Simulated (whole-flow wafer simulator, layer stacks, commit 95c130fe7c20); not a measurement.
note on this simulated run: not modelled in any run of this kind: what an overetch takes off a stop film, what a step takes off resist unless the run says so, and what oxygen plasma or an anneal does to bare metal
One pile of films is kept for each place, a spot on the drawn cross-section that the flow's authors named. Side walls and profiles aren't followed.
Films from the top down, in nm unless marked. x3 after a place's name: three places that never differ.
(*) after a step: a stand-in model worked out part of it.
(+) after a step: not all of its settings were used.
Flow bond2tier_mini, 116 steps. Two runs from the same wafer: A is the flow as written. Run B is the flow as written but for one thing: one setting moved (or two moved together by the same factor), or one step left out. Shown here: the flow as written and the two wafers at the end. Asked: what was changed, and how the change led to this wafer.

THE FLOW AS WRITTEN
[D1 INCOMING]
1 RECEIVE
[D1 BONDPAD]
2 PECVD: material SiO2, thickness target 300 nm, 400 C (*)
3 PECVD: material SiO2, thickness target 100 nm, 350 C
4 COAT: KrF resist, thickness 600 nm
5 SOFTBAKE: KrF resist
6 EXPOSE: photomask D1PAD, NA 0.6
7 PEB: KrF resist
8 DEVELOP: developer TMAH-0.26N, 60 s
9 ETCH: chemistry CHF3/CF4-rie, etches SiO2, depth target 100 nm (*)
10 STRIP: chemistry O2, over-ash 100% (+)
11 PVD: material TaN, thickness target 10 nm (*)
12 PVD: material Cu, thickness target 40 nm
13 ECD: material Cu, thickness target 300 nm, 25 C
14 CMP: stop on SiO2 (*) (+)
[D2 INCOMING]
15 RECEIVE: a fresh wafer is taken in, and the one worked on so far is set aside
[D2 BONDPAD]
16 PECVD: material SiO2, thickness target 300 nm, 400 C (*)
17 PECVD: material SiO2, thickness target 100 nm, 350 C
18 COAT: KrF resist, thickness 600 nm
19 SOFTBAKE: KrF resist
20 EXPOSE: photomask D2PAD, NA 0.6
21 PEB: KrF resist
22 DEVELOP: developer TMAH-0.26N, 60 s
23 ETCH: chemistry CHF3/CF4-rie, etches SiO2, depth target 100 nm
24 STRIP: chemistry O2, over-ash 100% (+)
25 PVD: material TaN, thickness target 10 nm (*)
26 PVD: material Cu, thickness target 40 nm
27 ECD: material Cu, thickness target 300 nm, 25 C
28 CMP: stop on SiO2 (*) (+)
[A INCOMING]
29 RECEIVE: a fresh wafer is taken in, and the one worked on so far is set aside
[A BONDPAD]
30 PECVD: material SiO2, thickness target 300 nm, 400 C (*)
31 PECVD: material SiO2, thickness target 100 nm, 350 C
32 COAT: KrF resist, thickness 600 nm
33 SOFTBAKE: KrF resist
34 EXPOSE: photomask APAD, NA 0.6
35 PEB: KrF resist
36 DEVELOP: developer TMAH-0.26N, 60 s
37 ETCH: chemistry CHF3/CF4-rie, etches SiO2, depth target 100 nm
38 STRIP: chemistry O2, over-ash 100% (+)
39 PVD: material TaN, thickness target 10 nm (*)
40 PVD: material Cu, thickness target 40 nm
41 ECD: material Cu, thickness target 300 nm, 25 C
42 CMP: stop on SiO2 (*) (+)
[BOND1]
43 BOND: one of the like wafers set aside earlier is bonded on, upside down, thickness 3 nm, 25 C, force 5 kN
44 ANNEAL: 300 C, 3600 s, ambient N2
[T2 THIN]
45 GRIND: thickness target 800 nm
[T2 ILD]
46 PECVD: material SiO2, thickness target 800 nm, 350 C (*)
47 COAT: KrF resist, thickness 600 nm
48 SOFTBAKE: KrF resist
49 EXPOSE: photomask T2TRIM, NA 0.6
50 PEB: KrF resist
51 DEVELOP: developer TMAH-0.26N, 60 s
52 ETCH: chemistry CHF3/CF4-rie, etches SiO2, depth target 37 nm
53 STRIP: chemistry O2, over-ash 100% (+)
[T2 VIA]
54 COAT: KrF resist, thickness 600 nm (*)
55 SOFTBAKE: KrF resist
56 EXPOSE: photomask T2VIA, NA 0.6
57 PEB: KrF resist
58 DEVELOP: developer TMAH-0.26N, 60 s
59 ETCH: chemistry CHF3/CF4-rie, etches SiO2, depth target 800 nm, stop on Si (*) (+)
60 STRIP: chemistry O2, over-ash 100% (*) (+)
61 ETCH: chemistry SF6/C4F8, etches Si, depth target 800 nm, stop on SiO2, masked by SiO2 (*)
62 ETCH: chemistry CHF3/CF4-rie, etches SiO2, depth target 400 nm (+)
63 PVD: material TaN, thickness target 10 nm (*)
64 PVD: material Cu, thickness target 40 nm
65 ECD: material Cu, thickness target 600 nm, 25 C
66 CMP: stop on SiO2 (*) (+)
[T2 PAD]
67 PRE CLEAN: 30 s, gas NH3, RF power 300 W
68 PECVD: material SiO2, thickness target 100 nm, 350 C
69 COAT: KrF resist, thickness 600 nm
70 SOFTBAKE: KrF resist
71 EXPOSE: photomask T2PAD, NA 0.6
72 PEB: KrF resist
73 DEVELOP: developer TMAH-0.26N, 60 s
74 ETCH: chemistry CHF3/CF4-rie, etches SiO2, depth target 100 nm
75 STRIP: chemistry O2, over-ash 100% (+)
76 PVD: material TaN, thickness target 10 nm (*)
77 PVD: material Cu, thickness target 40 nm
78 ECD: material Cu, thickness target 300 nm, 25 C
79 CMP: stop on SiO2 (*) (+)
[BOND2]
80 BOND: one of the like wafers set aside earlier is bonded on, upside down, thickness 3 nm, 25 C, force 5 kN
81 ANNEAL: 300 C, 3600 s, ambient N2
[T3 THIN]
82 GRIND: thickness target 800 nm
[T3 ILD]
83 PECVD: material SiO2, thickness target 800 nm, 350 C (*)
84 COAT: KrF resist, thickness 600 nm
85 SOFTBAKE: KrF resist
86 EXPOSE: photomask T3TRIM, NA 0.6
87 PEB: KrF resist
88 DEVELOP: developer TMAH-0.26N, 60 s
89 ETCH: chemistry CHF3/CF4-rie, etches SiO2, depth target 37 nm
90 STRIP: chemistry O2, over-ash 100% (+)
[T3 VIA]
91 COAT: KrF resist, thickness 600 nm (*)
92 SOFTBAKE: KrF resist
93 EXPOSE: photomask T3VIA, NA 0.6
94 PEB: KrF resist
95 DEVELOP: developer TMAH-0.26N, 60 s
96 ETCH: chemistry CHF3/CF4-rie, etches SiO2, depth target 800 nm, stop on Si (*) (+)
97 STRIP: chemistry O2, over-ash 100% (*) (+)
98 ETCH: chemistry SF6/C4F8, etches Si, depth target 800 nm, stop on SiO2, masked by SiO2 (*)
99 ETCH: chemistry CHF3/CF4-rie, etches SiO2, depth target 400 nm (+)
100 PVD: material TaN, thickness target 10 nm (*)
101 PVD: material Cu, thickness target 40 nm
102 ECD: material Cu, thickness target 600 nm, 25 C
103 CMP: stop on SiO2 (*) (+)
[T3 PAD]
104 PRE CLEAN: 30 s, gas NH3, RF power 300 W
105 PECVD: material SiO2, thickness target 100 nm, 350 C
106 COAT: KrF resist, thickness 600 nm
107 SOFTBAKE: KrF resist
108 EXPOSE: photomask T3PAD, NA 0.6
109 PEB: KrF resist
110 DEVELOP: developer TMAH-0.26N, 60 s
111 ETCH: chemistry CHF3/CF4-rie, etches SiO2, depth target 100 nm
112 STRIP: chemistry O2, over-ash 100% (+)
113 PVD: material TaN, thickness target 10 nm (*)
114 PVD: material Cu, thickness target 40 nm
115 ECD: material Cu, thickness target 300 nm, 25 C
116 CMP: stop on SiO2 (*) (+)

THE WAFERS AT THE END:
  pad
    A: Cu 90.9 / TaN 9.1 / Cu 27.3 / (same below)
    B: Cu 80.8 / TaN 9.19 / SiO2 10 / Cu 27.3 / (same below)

The cause: step 111, ETCH: depth target 90 nm was run, where the flow has depth target 100 nm.

How the change led to this, step by step:
  111 ETCH: chemistry CHF3/CF4-rie, etches SiO2, depth target 100 nm
      pad: A SiO2 -100 (all of it) | B SiO2 -90
      field: A KrF resist -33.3 | B KrF resist -30
  115 ECD: material Cu, thickness target 300 nm, 25 C
      pad: A Cu +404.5 | B Cu +394.1
Counting metal films that touch as one body, pad has 4 bodies (between them, from the top down: SiO2 10; SiO2 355 / Si 800 / chemical SiO2 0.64 / SiO2 300; SiO2 355 / Si 800 / chemical SiO2 0.64 / SiO2 300); the flow as written gives 3 bodies (between them, from the top down: SiO2 355 / Si 800 / chemical SiO2 0.64 / SiO2 300; SiO2 355 / Si 800 / chemical SiO2 0.64 / SiO2 300).
